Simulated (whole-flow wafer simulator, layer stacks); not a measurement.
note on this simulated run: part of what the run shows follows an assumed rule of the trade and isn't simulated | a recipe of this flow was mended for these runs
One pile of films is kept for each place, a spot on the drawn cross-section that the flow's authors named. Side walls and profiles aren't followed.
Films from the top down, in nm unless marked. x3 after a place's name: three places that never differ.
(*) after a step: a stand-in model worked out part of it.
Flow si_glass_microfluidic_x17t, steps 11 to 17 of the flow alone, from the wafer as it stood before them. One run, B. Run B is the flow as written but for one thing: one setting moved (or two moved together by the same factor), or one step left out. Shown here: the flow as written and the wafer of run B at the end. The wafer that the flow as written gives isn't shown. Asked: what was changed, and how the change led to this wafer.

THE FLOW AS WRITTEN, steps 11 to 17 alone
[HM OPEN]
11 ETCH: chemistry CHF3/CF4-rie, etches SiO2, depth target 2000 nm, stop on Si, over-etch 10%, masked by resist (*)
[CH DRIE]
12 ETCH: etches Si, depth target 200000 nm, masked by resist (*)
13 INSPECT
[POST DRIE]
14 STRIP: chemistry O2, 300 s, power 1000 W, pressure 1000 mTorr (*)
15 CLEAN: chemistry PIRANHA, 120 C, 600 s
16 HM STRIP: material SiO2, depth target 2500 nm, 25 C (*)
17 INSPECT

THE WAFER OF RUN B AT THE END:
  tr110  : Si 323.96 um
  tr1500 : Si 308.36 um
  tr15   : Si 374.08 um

The cause: step 11, ETCH: depth target 2144 nm was run, where the flow has depth target 2000 nm.

How the change led to this, step by step:
  11 ETCH: chemistry CHF3/CF4-rie, etches SiO2, depth target 2000 nm, stop on Si, over-etch 10%, masked by resist (*)
      tr110, tr1500, tr15: SiO2 -2000 (all of it), Si -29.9 (as written it would be: SiO2 -2000 (all of it), Si -16.7)
      land: thick-i-line-resist -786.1 (as written it would be: thick-i-line-resist -733.3)
  12 ETCH: etches Si, depth target 200000 nm, masked by resist (*)
      tr15: Si -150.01 um (as written it would be: Si -149.99 um)
  14 STRIP: chemistry O2, 300 s, power 1000 W, pressure 1000 mTorr (*)
      land: thick-i-line-resist -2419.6 (all of it) (as written it would be: thick-i-line-resist -2472.3 (all of it))
